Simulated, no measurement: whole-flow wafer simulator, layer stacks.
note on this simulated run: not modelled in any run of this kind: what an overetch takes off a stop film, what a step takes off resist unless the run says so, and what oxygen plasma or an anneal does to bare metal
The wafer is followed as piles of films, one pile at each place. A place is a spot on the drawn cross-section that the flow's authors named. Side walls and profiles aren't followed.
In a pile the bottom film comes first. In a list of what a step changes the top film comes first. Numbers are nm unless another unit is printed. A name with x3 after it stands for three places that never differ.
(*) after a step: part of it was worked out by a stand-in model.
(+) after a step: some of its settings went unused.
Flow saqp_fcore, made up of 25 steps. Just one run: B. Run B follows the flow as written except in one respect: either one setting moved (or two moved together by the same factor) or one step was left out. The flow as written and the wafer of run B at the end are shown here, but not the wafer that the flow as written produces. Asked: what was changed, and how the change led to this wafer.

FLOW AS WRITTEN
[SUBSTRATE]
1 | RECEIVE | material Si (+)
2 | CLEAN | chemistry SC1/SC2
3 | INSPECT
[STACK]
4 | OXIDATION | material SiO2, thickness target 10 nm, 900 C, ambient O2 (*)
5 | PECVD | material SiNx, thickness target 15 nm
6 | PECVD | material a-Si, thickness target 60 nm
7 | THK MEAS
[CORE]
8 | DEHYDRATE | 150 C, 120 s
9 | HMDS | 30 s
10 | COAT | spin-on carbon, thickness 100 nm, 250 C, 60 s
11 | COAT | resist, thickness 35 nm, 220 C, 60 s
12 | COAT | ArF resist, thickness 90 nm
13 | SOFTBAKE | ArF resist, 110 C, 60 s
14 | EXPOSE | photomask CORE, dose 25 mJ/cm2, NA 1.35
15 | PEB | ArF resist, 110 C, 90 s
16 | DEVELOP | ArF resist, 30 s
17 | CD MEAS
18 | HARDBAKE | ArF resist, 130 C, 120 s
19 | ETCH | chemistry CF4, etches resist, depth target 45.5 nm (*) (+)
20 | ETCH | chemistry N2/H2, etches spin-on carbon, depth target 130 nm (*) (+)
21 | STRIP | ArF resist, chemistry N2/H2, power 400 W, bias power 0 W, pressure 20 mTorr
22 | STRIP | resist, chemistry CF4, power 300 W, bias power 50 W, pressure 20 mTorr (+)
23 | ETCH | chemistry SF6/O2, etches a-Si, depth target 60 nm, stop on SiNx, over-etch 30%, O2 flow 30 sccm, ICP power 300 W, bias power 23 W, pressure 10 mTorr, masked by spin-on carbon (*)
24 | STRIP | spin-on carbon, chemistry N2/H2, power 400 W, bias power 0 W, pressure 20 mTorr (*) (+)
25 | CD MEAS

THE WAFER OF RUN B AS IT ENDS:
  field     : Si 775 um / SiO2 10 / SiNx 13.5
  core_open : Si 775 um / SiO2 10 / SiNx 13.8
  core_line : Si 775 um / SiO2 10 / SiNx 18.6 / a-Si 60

Cause: step 5, PECVD: thickness target 18.6 nm was run, though the flow has thickness target 15 nm.
One can read it off the wafer: core_line has SiNx 18.6, and step 5 as written asks for 15 nm.

How this came from the change, step by step:
  5 | PECVD | material SiNx, thickness target 15 nm
      field, core_open, core_line: SiNx gains 18.6 (new film) (as written it would have been: SiNx gains 15 (new film))
